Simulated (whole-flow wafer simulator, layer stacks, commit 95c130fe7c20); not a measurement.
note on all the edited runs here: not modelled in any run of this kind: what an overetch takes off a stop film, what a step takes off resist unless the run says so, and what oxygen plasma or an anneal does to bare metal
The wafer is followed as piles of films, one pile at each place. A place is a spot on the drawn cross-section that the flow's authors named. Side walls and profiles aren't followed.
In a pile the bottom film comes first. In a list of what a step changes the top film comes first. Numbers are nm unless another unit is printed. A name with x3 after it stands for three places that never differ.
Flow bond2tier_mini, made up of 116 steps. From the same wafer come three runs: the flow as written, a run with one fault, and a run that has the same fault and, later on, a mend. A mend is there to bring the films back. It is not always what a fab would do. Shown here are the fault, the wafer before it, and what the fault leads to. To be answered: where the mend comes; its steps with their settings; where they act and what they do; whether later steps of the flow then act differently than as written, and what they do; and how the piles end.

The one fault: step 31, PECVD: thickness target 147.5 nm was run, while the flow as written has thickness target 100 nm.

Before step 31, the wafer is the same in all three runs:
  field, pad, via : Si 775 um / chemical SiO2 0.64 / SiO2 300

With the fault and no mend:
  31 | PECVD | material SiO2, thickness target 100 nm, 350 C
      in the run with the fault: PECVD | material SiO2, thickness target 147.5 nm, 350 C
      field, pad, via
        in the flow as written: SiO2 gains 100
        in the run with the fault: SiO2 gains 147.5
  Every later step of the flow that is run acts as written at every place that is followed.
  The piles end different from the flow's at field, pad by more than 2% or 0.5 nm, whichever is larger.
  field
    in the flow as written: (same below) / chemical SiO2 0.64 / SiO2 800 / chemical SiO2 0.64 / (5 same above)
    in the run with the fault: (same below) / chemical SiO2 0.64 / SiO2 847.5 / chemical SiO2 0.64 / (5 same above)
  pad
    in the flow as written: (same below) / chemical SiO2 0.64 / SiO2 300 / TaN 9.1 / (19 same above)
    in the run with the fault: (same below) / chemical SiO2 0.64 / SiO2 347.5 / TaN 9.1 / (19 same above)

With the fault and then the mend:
  The mend follows step 31.
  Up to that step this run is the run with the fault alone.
  31a | ETCH | chemistry CHF3/CF4-rie, etches SiO2, depth target 47.5 nm (the flow's step 9, run once more with other settings)
      field, pad, via
        SiO2 loses 47.5
  Every later step of the flow that is run acts as written at every place that is followed.
  At every place that both follow, the piles at the end match the flow's.
